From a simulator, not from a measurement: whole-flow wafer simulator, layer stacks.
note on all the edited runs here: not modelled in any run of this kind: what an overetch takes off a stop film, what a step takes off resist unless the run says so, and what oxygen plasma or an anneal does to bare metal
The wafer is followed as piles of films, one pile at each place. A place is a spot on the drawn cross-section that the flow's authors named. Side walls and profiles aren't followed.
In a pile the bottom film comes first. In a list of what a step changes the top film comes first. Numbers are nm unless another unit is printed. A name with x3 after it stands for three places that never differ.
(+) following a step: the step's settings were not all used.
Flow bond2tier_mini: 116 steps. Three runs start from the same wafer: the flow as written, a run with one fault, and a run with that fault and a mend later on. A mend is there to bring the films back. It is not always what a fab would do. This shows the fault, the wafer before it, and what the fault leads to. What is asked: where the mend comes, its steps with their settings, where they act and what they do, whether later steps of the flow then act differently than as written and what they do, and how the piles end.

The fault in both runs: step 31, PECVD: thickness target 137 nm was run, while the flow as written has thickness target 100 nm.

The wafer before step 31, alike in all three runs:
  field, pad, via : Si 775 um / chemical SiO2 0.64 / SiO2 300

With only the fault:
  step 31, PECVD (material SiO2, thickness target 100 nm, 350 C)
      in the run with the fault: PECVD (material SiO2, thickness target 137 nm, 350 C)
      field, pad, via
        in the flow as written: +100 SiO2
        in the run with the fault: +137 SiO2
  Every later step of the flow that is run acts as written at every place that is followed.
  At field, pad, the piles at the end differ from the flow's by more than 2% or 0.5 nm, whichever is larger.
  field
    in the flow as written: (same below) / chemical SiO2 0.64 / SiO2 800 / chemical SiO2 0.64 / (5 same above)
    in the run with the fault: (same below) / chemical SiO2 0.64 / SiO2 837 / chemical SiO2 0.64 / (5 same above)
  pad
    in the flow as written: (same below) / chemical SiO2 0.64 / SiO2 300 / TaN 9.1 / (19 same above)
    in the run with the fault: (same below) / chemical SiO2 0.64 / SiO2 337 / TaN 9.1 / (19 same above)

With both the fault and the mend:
  The mend stands after step 36.
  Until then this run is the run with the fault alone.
  step 36a, STRIP (chemistry O2, over-ash 100%) (+)
      field
        -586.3 KrF resist (all of it)
  step 36b, ETCH (chemistry CHF3/CF4-rie, etches SiO2, depth target 37 nm)
      field, pad, via
        -37 SiO2
  step 36c, COAT (KrF resist, thickness 600 nm) (the flow's step 32 again)
      field, pad, via
        +600 KrF resist (new film)
  step 36d, SOFTBAKE (KrF resist) (the flow's step 33 again)
      leaves every film unchanged at each place that is followed
  step 36e, EXPOSE (photomask APAD, NA 0.6) (the flow's step 34 again)
      leaves every film unchanged at each place that is followed
  step 36f, PEB (KrF resist) (the flow's step 35 again)
      leaves every film unchanged at each place that is followed
  step 36g, DEVELOP (developer TMAH-0.26N, 60 s) (the flow's step 36 again)
      pad, via
        -600 KrF resist (all of it)
      field
        -13.7 KrF resist
  Every later step of the flow that is run acts as written at every place that is followed.
  The piles end the same as the flow's at every place that both follow.
